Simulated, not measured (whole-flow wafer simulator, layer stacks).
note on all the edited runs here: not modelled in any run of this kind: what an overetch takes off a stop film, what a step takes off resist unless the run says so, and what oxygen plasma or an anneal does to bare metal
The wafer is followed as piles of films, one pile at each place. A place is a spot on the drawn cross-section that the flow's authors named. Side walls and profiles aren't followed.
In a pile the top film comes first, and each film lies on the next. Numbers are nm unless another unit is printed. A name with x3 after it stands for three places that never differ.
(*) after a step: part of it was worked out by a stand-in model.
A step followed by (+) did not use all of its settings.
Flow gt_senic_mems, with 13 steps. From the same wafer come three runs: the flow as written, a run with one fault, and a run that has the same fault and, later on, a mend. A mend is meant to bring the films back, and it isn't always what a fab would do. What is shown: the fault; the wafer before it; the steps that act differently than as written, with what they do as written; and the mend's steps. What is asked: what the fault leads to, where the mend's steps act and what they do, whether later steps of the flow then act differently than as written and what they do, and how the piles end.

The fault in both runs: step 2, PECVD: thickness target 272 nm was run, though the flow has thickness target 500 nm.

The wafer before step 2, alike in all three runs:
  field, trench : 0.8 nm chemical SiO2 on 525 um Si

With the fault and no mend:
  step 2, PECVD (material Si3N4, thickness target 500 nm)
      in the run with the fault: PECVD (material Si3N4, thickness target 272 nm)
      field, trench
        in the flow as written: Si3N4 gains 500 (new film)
        in the run with the fault: Si3N4 gains 272 (new film)
  Steps later in the flow that act otherwise than as written (2 more steps, not shown, differ only slightly: by at most 2% or 0.5 nm, whichever is larger):
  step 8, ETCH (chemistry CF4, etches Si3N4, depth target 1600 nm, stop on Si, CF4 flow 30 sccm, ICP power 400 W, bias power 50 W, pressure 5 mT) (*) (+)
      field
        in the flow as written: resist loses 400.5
        in the run with the fault: resist loses 248.5
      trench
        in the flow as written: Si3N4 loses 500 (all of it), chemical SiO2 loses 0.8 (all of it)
        in the run with the fault: Si3N4 loses 272 (all of it), chemical SiO2 loses 0.8 (all of it)
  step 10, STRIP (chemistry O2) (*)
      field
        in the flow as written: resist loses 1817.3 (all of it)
        in the run with the fault: resist loses 1969.3 (all of it)
  By the end, the piles at field depart from the flow's by more than 2% or 0.5 nm, whichever is larger.
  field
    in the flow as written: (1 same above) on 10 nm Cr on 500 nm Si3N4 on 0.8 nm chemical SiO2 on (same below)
    in the run with the fault: (1 same above) on 10 nm Cr on 272 nm Si3N4 on 0.8 nm chemical SiO2 on (same below)

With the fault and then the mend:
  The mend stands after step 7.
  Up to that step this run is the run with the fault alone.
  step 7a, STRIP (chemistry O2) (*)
      field
        resist loses 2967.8 (all of it)
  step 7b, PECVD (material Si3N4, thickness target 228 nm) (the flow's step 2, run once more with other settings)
      field, trench
        Si3N4 gains 228
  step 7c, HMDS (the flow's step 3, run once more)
      alters no film at any place that is followed
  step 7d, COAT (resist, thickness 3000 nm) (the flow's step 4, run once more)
      field, trench
        resist gains 3000 (new film)
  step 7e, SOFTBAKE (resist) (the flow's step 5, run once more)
      alters no film at any place that is followed
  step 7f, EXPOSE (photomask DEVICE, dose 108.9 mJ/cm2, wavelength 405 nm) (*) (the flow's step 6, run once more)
      alters no film at any place that is followed
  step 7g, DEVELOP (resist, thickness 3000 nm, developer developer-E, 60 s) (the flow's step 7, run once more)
      field
        resist loses 32.2
      trench
        resist loses 3000 (all of it)
  Later steps of the flow that are run all act as written at every place that is followed.
  The piles end the same as the flow's at every place that both follow.
